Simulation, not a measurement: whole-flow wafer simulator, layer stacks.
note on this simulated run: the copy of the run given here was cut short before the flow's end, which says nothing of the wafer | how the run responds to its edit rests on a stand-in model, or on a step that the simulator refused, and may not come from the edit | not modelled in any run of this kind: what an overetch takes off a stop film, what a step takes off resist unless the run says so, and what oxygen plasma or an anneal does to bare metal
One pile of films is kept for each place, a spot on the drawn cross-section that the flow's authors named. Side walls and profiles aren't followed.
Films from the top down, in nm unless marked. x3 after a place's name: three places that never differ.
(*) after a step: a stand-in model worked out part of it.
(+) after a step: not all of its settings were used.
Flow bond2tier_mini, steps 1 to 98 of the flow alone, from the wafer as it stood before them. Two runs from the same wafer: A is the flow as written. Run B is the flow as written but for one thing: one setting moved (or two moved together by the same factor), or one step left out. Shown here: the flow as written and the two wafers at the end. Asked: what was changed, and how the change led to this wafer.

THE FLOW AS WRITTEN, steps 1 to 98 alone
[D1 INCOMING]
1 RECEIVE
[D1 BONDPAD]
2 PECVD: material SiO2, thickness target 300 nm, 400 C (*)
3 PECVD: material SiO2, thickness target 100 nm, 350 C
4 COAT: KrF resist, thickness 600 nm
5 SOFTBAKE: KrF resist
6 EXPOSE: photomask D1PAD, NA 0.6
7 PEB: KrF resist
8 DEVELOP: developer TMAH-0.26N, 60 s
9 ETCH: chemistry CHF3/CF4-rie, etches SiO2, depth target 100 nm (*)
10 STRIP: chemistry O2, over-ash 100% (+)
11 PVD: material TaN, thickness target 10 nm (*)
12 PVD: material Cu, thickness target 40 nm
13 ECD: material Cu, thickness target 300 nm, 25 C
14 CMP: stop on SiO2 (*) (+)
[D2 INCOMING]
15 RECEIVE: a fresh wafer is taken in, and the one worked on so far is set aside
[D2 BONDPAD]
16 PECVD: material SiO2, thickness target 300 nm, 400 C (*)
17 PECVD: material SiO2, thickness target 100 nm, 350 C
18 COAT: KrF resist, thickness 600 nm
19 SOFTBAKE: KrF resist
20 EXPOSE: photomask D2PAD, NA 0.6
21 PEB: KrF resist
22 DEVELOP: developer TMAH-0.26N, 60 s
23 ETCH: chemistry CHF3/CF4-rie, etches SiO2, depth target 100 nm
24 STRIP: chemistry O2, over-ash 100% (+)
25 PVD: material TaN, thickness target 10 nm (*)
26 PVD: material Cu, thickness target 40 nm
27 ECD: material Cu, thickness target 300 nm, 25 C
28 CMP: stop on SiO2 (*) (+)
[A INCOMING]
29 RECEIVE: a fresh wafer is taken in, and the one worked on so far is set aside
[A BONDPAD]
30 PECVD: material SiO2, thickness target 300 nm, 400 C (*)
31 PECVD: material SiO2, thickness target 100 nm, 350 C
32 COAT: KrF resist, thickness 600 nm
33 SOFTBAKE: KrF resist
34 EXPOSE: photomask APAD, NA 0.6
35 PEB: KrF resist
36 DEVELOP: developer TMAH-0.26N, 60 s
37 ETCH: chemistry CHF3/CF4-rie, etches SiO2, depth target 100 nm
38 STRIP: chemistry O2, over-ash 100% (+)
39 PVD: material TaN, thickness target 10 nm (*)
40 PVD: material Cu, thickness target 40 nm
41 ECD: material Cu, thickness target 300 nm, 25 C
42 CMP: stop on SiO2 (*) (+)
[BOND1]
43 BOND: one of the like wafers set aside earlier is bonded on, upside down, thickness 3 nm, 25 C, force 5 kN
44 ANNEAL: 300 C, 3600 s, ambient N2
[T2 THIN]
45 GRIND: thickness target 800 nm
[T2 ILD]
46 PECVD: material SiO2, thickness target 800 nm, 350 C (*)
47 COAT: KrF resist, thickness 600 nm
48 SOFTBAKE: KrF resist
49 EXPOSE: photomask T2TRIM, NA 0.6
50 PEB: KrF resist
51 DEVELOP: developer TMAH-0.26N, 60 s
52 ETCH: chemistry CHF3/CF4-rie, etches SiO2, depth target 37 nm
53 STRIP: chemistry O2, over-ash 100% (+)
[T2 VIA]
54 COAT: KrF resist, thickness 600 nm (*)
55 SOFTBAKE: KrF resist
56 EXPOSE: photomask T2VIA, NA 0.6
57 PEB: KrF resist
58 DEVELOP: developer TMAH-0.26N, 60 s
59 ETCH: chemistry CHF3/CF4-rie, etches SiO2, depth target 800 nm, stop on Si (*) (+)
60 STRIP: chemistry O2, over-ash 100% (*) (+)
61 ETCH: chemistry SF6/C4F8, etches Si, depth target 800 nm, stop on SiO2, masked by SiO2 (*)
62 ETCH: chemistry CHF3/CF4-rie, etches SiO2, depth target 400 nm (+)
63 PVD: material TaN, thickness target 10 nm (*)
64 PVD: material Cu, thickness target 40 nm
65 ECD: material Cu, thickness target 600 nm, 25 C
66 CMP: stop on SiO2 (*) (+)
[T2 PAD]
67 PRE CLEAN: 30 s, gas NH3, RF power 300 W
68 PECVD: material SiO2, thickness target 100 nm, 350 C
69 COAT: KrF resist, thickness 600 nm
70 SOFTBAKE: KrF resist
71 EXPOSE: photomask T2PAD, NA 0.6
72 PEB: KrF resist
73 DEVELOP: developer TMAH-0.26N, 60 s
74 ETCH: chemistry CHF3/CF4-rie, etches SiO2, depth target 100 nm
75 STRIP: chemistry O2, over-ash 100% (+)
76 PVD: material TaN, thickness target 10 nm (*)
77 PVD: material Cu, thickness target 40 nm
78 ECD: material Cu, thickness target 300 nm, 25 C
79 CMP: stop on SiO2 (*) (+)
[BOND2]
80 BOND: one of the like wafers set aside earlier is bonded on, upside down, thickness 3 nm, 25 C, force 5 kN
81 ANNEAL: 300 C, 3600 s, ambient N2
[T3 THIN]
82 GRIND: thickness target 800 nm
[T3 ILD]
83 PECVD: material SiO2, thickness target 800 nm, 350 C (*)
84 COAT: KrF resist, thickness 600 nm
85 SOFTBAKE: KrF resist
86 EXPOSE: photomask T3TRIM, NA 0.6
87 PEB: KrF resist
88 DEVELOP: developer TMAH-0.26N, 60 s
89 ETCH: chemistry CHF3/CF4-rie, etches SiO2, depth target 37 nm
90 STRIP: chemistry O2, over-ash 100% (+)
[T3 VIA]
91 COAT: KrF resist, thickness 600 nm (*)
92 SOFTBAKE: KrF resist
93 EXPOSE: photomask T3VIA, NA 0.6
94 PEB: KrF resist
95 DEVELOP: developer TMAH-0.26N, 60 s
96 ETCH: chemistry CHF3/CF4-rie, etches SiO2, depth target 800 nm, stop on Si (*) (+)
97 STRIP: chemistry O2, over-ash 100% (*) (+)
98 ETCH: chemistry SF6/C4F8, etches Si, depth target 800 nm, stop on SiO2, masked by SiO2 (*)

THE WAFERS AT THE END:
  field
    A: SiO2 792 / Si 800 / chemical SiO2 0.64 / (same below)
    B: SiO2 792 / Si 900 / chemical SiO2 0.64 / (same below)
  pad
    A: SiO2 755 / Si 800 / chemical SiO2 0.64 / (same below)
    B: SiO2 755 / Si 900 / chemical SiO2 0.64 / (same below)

The cause: step 82, GRIND: thickness target 900 nm was run, where the flow has thickness target 800 nm.
It can be read off the wafer: field has Si 900, and step 82 as written asks for 800 nm.

How the change led to this, step by step:
  82 GRIND: thickness target 800 nm
      field, pad: A Si -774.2 um | B Si -774.1 um
